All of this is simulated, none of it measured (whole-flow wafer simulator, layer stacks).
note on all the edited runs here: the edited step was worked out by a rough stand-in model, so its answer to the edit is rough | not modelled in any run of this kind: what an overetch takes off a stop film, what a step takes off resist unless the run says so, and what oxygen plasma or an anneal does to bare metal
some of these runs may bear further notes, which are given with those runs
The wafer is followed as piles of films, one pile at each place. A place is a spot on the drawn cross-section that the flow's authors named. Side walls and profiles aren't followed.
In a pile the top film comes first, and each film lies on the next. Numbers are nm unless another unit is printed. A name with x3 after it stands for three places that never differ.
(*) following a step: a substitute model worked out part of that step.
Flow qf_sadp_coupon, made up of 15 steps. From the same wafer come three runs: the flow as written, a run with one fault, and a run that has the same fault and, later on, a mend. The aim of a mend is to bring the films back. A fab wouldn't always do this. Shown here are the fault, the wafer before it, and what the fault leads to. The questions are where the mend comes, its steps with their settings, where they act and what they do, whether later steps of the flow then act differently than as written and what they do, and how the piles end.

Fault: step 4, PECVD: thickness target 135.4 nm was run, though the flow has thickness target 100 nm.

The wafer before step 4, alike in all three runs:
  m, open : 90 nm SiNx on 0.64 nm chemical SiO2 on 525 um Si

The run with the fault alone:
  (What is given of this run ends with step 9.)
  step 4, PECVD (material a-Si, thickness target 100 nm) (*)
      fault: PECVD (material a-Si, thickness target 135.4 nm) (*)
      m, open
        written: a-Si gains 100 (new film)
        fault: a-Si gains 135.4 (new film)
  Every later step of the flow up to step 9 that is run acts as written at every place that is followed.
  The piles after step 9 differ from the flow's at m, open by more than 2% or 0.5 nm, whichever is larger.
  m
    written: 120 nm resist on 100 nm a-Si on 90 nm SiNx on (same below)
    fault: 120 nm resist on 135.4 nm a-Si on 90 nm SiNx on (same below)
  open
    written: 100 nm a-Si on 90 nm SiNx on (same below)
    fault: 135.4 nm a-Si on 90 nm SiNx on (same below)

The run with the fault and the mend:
  The mend stands after step 4.
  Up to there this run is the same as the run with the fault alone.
  step 4a, ETCH (chemistry tmah, depth target 155.7 nm)
      m, open
        a-Si loses 135.4 (all of it)
  step 4b, PECVD (material a-Si, thickness target 100 nm) (*) (the flow's step 4, run once more)
      m, open
        a-Si gains 100 (new film)
  Every later step of the flow that is run acts as written at every place that is followed.
  The piles end the same as the flow's at every place that both follow.
